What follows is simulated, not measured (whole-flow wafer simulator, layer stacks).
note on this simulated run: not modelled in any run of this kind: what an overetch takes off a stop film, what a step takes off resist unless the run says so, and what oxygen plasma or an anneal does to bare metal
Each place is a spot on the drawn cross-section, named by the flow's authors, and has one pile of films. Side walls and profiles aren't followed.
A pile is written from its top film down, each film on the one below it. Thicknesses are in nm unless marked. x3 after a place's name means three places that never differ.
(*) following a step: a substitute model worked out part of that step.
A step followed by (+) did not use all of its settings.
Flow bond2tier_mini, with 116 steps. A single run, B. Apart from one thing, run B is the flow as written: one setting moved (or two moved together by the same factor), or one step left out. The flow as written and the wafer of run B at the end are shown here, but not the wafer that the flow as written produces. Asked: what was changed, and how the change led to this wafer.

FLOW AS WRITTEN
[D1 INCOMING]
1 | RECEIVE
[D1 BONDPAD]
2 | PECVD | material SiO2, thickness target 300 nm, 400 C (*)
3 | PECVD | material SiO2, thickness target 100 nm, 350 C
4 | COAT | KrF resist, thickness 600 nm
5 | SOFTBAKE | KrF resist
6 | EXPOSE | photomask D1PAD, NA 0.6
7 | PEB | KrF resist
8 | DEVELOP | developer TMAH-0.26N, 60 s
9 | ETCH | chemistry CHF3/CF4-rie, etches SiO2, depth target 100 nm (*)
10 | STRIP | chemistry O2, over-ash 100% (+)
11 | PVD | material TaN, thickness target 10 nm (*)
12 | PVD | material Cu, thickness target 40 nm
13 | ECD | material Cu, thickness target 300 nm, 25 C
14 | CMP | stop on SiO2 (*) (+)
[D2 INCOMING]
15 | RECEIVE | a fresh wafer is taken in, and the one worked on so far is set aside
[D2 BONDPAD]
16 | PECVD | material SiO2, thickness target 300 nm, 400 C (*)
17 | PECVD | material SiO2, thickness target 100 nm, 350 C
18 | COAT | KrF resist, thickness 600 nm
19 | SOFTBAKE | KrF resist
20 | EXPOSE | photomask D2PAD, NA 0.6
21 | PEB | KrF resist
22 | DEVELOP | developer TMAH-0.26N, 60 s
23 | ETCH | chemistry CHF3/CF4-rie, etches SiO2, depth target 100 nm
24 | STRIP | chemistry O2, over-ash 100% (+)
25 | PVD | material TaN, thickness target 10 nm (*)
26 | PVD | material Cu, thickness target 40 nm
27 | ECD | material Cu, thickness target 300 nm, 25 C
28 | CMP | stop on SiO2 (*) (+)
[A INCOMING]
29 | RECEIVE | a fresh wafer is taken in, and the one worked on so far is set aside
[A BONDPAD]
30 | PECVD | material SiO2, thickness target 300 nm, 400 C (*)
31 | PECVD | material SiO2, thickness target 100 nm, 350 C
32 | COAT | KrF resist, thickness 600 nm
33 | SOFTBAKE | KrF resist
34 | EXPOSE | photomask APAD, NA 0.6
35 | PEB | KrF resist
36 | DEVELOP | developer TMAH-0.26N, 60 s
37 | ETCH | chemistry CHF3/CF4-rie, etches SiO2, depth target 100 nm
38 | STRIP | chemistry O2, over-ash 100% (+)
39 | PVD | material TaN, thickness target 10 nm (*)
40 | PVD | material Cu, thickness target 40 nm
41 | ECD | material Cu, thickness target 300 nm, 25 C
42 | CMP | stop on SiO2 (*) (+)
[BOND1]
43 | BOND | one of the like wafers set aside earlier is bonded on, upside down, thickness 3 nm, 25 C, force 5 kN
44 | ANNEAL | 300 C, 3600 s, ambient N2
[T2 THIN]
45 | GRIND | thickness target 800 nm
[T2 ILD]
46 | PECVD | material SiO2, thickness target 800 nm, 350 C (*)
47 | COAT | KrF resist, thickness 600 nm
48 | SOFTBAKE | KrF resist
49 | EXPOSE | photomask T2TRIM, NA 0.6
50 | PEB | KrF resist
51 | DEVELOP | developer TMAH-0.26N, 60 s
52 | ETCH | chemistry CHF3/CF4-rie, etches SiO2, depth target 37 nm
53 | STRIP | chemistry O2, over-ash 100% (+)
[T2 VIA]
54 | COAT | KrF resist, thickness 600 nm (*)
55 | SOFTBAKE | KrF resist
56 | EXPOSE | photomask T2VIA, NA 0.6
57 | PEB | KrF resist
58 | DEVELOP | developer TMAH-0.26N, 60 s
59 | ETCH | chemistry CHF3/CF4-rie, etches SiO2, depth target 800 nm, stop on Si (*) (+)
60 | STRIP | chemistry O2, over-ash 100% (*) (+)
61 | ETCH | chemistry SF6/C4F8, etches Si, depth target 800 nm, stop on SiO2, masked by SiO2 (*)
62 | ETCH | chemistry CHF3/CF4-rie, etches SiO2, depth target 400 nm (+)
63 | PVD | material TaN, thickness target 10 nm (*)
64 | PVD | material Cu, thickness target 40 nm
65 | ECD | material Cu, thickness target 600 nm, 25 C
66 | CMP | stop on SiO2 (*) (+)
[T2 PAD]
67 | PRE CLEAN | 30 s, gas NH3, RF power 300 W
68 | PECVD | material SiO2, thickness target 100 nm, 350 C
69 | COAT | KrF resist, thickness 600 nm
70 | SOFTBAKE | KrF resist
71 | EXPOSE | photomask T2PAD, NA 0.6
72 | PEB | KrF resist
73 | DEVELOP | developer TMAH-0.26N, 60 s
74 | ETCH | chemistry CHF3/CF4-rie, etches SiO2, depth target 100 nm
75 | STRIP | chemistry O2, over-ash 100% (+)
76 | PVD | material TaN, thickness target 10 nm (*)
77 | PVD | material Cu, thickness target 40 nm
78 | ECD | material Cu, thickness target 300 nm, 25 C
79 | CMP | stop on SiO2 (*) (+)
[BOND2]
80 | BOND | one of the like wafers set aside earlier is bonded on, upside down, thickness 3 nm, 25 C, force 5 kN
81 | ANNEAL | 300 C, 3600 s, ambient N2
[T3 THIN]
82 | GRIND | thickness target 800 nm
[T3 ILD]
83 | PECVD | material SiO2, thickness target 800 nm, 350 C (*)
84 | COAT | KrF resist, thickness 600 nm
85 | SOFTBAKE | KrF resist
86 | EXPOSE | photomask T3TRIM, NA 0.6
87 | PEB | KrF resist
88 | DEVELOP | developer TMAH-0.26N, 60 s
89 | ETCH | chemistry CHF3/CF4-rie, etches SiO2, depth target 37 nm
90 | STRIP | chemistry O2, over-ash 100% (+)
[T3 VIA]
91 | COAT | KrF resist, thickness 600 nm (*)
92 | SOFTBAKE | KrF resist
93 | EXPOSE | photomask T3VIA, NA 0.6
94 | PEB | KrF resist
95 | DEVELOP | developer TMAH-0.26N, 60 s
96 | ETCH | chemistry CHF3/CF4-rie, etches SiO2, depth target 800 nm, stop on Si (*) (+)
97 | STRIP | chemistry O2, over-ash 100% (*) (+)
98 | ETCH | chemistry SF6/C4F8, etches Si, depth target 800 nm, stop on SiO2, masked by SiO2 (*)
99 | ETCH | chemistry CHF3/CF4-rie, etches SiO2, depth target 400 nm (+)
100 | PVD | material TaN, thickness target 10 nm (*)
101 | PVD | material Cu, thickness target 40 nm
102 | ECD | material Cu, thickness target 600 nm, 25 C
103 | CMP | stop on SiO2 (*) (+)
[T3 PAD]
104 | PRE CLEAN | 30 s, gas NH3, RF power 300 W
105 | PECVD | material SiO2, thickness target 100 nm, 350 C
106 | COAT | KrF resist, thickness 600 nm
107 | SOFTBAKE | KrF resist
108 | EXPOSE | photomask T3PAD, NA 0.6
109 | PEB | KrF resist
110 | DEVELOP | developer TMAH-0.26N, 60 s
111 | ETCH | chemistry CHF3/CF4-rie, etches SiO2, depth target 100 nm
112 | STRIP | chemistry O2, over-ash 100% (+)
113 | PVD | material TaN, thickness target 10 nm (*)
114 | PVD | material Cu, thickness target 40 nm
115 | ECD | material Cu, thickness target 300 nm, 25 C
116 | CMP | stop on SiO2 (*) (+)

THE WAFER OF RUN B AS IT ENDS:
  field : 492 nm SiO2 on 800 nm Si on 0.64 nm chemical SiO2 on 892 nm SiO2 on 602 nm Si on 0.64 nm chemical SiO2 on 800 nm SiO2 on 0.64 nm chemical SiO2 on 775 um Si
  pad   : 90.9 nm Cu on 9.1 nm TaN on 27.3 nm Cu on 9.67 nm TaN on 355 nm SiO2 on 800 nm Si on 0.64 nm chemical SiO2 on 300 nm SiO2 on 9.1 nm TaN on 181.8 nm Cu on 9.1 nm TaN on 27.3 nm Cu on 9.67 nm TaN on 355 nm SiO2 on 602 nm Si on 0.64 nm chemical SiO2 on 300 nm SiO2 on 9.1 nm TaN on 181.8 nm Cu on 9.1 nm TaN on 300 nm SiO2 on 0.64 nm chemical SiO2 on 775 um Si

Cause: step 45, GRIND: thickness target 602 nm was run, whereas the flow has thickness target 800 nm.
The wafer itself shows it: field has Si 602, and step 45 as written asks for 800 nm.

How this came from the change, step by step:
  45 | GRIND | thickness target 800 nm
      field, pad, via: Si loses 774.4 um (it would be, as written: Si loses 774.2 um)
